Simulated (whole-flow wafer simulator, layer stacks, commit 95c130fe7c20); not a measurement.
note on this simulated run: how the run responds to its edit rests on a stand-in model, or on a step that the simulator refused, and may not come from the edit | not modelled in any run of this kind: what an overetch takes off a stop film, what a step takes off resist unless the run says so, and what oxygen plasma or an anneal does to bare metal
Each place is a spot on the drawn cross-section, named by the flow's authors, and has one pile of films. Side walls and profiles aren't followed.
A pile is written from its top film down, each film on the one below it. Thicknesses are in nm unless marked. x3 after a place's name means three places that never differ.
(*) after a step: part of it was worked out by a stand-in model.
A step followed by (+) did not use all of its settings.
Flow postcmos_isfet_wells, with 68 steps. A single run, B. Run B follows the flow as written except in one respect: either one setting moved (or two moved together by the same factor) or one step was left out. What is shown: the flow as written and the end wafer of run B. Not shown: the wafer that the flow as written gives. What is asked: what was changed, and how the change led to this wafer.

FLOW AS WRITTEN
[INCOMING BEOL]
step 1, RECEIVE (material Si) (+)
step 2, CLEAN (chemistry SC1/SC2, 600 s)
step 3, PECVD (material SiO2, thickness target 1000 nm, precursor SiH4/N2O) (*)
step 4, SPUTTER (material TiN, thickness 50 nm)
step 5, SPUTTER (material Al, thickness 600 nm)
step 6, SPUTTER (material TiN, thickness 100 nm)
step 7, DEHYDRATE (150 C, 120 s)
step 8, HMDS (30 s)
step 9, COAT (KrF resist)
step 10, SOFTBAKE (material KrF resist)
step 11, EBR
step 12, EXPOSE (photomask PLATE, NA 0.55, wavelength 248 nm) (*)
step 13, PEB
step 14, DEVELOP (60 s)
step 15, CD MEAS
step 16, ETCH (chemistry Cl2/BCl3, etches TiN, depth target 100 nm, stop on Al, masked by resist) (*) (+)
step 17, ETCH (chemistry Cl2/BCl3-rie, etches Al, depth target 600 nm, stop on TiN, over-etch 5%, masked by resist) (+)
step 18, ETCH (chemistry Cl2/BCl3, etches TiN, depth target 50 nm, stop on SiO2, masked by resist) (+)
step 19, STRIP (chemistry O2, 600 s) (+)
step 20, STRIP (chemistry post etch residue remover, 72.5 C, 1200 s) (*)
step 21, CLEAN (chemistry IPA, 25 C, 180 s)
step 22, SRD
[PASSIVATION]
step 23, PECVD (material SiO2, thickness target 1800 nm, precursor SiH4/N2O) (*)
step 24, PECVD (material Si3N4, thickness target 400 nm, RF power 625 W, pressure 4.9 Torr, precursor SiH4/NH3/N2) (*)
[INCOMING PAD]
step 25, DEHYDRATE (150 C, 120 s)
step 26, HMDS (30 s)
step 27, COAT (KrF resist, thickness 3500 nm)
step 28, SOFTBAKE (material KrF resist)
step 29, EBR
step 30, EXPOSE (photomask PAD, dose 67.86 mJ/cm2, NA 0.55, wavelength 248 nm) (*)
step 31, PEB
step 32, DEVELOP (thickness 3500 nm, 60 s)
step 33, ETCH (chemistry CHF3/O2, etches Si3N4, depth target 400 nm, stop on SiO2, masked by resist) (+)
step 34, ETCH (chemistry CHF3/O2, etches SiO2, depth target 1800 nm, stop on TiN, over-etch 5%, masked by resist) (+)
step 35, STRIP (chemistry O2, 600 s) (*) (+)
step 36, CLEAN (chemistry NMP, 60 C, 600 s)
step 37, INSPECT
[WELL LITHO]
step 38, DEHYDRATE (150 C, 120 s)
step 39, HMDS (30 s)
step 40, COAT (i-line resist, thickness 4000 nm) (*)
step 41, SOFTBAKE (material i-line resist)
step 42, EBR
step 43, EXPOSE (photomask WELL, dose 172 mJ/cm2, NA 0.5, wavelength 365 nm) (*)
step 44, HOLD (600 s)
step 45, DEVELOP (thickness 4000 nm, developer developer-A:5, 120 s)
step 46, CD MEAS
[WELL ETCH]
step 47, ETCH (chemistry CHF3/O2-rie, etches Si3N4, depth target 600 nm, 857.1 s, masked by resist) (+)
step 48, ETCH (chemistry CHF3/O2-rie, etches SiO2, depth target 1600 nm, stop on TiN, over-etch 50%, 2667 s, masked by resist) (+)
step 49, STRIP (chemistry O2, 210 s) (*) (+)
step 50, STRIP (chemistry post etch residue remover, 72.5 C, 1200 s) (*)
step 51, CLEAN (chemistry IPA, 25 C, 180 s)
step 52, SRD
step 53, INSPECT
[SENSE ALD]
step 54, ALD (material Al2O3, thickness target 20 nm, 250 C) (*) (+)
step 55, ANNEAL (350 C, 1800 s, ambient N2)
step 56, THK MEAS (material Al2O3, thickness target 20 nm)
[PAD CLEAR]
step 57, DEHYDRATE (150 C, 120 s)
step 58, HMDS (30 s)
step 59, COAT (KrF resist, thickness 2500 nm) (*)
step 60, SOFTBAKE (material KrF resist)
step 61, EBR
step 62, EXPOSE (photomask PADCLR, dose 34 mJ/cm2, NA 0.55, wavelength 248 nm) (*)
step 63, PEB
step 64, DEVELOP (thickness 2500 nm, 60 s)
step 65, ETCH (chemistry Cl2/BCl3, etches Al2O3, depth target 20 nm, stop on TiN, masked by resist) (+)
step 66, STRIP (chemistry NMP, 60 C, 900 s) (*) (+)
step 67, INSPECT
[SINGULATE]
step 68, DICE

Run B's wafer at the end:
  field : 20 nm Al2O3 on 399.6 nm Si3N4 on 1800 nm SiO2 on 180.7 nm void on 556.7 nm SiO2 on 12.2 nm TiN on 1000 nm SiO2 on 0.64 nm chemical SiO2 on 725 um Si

What caused this: step 17, ETCH: depth target 570 nm was run, whereas the flow has depth target 600 nm.

How this came from the change, step by step:
  step 17, ETCH (chemistry Cl2/BCl3-rie, etches Al, depth target 600 nm, stop on TiN, over-etch 5%, masked by resist) (+)
      field: Al loses 570 (in the flow as written it would be: Al loses 600 (all of it))
      margin, well900, well1300 x3, pad_rim, pad_clr, pad_open: KrF resist loses 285 (in the flow as written it would be: KrF resist loses 300)
  step 18, ETCH (chemistry Cl2/BCl3, etches TiN, depth target 50 nm, stop on SiO2, masked by resist) (+)
      field: Al loses 30 (all of it), TiN loses 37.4 (in the flow as written it would be: TiN loses 50 (all of it))
  step 19, STRIP (chemistry O2, 600 s) (+)
      margin, well900, well1300 x3, pad_rim, pad_clr, pad_open: KrF resist loses 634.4 (all of it) (in the flow as written it would be: KrF resist loses 619.4 (all of it))
  step 23, PECVD (material SiO2, thickness target 1800 nm, precursor SiH4/N2O) (*)
      field: SiO2 gains 1800 (new film), void gains 180.7 (new film), SiO2 gains 556.7 (new film) (in the flow as written it would be: SiO2 gains 1800 (new film), void gains 189.9 (new film), SiO2 gains 559.7)
If metal films that touch count as one body, field has 1 body; the flow as written gives 0 bodies.
